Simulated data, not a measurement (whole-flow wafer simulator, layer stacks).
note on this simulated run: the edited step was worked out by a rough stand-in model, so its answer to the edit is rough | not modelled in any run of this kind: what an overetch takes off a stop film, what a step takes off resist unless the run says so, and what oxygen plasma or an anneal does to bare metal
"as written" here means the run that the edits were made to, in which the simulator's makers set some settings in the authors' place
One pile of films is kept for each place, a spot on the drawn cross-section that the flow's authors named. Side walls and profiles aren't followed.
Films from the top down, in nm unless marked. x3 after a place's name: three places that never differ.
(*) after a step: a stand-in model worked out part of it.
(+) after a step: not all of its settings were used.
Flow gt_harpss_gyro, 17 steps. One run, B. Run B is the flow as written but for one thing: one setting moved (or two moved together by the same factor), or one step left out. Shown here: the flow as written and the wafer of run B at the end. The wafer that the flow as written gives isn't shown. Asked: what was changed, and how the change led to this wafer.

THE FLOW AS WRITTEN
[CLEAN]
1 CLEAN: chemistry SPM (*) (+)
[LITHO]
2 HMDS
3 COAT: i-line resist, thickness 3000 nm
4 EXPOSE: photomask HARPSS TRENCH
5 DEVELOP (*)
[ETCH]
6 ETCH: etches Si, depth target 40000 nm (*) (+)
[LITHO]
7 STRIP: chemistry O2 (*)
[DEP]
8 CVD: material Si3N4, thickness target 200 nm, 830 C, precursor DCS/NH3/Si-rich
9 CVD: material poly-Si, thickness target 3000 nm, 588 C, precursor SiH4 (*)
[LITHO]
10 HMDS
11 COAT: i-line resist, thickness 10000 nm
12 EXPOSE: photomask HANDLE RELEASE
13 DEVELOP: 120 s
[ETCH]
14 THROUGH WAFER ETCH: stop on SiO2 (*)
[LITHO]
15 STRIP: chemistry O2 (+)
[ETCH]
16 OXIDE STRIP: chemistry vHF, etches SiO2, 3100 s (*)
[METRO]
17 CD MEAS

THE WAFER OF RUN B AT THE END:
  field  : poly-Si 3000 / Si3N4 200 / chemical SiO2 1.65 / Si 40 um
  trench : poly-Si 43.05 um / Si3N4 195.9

The cause: step 6, ETCH: depth target 47000 nm was run, where the flow has depth target 40000 nm.

How the change led to this, step by step:
  6 ETCH: etches Si, depth target 40000 nm (*) (+)
      trench: chemical SiO2 -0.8 (all of it), Si -40 um (all of it), SiO2 -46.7 (as written it would be: chemical SiO2 -0.8 (all of it), Si -40 um (all of it))
      field: i-line resist -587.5 (as written it would be: i-line resist -500)
  7 STRIP: chemistry O2 (*)
      field: i-line resist -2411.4 (all of it), chemical SiO2 +0.85, Si -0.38 (as written it would be: i-line resist -2498.9 (all of it), chemical SiO2 +0.87, Si -0.38)
  9 CVD: material poly-Si, thickness target 3000 nm, 588 C, precursor SiH4 (*)
      trench: poly-Si +43.05 um (new film) (as written it would be: poly-Si +43.01 um (new film))
  16 OXIDE STRIP: chemistry vHF, etches SiO2, 3100 s (*)
      trench: under 2 films: SiO2 -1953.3 (all of it) (as written it would be: under 2 films: SiO2 -2000 (all of it))
